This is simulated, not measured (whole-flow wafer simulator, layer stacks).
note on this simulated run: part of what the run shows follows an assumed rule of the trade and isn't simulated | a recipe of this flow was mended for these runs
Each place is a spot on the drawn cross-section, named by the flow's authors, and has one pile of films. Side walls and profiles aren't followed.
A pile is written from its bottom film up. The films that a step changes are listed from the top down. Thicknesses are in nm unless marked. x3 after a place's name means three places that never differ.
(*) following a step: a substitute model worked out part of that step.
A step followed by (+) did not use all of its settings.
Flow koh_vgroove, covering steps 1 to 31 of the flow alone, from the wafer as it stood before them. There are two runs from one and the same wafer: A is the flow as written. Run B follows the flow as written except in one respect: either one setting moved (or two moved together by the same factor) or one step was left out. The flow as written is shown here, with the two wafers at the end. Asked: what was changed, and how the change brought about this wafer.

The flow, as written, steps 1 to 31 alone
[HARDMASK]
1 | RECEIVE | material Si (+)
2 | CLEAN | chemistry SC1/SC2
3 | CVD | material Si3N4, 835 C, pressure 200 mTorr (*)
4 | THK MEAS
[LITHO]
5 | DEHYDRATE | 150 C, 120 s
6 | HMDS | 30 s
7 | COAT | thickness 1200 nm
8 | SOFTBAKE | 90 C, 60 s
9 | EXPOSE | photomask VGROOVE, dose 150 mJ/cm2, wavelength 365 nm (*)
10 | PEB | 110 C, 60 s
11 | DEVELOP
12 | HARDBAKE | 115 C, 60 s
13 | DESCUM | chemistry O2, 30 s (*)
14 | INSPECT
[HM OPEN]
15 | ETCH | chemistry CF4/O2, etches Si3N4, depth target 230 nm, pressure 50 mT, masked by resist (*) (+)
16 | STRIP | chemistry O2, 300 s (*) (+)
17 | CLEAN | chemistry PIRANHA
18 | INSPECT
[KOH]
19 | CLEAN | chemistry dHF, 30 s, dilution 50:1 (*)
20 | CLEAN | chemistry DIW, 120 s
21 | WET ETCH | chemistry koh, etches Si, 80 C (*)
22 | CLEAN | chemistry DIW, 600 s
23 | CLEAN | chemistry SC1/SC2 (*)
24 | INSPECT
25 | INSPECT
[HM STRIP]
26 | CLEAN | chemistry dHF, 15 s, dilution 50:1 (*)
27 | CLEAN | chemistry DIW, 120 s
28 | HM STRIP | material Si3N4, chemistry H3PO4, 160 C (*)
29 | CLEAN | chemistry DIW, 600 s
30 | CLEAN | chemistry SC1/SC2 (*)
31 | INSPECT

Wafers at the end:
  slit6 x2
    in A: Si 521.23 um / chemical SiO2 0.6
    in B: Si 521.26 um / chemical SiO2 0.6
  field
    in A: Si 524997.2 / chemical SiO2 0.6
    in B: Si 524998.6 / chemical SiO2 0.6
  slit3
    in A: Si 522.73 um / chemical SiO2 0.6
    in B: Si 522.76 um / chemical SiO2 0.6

The reason: step 3, CVD: pressure 270 mTorr was run, whereas the flow has pressure 200 mTorr.

How this came from the change, step by step:
  3 | CVD | material Si3N4, 835 C, pressure 200 mTorr (*)
      field, slit3, slit2, slit6 x2: A Si3N4 gains 200 (new film) | B Si3N4 gains 227.1 (new film)
  15 | ETCH | chemistry CF4/O2, etches Si3N4, depth target 230 nm, pressure 50 mT, masked by resist (*) (+)
      slit3, slit2, slit6 x2: A Si3N4 loses 200 (all of it), chemical SiO2 loses 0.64 (all of it), Si loses 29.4 | B Si3N4 loses 227.1 (all of it), chemical SiO2 loses 0.64 (all of it), Si loses 2.26
  28 | HM STRIP | material Si3N4, chemistry H3PO4, 160 C (*)
      field: A Si3N4 loses 198.7 (all of it), chemical SiO2 loses 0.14, Si loses 2.75 | B Si3N4 loses 225.8 (all of it), chemical SiO2 loses 0.14, Si loses 1.4
